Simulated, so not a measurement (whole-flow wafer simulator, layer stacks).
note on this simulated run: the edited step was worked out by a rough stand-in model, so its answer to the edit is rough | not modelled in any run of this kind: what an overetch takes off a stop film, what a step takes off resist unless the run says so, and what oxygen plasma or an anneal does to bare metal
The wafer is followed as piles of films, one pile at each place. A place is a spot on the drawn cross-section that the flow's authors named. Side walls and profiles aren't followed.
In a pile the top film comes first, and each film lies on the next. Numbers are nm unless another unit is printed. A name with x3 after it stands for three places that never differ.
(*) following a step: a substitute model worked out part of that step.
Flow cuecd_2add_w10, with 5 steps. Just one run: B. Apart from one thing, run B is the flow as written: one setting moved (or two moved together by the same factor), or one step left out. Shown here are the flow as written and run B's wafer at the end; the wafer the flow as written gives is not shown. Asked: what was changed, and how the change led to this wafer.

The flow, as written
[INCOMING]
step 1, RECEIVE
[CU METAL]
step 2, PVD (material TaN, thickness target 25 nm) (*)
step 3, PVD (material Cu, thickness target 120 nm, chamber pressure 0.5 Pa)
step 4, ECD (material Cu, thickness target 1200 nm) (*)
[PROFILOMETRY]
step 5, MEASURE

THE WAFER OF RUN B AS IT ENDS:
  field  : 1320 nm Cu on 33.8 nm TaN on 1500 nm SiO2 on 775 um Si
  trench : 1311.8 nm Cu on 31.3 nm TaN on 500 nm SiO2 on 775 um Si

What caused this: step 2, PVD: thickness target 33.8 nm was run, though the flow has thickness target 25 nm.
The wafer lets one read it off: field has TaN 33.8, and step 2 as written asks for 25 nm.

The path from the change to this, step by step:
  step 2, PVD (material TaN, thickness target 25 nm) (*)
      field: TaN gains 33.8 (new film) (it would be, as written: TaN gains 25 (new film))
      trench: TaN gains 31.3 (new film) (it would be, as written: TaN gains 23.2 (new film))
